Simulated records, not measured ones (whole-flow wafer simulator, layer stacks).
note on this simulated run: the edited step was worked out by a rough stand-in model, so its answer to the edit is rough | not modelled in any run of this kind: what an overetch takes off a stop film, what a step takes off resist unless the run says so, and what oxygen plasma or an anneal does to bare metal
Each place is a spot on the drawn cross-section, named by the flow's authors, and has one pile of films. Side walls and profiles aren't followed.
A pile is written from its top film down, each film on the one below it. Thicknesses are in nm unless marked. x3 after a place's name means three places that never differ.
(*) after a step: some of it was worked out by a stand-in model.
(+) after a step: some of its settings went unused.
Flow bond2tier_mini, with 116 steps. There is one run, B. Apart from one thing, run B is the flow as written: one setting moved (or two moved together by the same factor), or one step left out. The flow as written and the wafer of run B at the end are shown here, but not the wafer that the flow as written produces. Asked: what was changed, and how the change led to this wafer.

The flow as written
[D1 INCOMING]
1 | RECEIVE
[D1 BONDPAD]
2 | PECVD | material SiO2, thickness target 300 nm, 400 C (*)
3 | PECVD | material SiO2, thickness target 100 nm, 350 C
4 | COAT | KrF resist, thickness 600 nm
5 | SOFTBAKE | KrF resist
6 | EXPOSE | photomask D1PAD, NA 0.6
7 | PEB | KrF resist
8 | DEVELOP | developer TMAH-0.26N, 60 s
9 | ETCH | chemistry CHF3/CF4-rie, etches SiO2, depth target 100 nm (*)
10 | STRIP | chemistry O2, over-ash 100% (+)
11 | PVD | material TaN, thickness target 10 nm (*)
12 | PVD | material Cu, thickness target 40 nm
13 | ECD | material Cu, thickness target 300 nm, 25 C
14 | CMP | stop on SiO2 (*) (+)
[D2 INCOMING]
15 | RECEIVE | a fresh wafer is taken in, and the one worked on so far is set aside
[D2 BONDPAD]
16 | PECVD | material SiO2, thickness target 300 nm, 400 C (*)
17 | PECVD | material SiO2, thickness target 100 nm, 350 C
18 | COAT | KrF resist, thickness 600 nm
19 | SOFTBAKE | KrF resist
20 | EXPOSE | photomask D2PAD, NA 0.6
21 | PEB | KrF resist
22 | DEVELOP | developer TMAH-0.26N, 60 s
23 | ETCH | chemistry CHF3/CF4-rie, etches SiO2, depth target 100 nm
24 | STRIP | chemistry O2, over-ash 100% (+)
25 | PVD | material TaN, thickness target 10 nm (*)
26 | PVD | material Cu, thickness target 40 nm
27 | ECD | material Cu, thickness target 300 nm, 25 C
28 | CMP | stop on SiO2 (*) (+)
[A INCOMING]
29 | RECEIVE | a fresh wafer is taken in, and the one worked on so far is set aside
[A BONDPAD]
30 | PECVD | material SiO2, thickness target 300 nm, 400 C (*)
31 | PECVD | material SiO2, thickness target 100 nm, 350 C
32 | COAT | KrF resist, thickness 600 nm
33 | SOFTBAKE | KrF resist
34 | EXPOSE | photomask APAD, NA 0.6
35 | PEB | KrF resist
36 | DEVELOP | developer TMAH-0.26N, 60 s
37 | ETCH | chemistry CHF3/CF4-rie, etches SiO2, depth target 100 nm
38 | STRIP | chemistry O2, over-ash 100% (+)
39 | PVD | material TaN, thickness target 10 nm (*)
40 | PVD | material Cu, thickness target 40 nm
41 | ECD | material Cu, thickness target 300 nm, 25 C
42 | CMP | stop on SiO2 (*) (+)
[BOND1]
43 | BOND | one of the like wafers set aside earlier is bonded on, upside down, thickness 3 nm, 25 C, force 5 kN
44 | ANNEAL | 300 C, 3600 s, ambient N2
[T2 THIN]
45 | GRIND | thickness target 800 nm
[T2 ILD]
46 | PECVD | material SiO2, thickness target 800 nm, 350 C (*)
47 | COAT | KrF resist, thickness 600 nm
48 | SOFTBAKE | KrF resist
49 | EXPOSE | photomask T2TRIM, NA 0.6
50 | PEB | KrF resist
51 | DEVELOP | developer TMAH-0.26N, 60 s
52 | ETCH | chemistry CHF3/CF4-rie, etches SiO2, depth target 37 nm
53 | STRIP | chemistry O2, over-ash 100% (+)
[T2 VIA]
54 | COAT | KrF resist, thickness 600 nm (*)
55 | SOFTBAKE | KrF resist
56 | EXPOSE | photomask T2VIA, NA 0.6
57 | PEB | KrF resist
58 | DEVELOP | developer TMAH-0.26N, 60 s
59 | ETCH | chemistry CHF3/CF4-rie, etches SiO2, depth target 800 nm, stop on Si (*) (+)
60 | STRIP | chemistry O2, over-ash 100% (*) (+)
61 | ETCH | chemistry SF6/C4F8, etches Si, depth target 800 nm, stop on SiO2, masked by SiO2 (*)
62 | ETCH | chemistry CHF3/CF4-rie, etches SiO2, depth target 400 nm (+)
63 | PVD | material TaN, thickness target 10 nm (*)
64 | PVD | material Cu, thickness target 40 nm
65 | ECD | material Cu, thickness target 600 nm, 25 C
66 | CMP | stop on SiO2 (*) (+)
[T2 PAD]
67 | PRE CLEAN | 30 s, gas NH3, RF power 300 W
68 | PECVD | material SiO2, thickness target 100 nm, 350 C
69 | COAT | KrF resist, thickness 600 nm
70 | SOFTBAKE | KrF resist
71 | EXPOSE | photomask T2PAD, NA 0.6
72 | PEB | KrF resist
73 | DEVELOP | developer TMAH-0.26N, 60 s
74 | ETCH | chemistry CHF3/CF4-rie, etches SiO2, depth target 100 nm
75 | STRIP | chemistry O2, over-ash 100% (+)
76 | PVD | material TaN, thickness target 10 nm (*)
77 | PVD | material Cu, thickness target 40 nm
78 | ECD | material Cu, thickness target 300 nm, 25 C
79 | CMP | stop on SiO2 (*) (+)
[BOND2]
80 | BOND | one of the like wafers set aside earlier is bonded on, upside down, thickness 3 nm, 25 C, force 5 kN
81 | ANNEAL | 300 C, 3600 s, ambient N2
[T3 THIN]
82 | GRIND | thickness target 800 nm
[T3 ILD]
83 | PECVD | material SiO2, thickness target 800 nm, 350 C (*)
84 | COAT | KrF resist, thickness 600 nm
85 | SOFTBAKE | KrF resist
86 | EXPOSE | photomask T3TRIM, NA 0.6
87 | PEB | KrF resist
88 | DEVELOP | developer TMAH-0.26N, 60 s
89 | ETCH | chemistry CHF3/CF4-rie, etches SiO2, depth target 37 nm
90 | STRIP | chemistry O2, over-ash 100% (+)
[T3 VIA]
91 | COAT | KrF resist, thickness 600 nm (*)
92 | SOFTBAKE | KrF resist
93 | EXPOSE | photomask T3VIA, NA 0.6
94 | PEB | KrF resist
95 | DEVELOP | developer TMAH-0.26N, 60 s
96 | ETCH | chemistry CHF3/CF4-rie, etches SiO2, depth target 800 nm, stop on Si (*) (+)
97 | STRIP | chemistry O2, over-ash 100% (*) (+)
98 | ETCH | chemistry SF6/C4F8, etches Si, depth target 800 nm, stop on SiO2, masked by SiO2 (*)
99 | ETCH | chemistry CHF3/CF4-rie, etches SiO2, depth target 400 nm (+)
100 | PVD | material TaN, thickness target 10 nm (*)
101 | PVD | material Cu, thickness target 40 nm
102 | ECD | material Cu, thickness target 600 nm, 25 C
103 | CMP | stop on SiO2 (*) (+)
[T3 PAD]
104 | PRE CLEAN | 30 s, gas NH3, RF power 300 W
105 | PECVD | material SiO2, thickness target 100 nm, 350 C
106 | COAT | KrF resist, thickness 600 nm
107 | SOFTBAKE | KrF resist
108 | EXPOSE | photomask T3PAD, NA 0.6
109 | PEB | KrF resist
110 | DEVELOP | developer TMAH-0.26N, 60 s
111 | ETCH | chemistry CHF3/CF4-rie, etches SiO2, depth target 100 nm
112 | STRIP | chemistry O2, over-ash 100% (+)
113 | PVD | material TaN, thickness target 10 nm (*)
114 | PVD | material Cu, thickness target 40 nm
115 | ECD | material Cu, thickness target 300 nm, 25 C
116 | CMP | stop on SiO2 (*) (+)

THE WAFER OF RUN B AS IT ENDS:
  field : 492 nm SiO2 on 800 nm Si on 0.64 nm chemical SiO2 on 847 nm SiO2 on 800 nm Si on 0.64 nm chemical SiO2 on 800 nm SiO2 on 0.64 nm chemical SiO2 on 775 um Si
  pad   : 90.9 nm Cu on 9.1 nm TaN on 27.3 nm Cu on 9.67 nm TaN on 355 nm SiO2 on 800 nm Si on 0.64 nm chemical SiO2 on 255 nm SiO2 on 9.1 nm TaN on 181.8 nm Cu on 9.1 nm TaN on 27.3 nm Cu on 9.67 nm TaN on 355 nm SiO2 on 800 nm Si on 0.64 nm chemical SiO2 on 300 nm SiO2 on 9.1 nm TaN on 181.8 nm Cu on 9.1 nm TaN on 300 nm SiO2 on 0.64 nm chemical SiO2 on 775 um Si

The reason: step 16, PECVD: thickness target 255 nm was run, though the flow has thickness target 300 nm.
The wafer itself shows it: pad has SiO2 255, and step 16 as written asks for 300 nm.

How this came from the change, step by step:
  16 | PECVD | material SiO2, thickness target 300 nm, 400 C (*)
      field, pad, via: +255 SiO2 (new film) (as written it would have been: +300 SiO2 (new film))
  80 | BOND | one of the like wafers set aside earlier is bonded on, upside down, thickness 3 nm, 25 C, force 5 kN
      field: +775 um Si (new film), +0.64 chemical SiO2 (new film), +355 SiO2 (as written it would have been: +775 um Si (new film), +0.64 chemical SiO2 (new film), +400 SiO2)
      pad: +775 um Si (new film), +0.64 chemical SiO2 (new film), +255 SiO2 (new film), +9.1 TaN (new film), +90.9 Cu (as written it would have been: +775 um Si (new film), +0.64 chemical SiO2 (new film), +300 SiO2 (new film), +9.1 TaN (new film), +90.9 Cu)
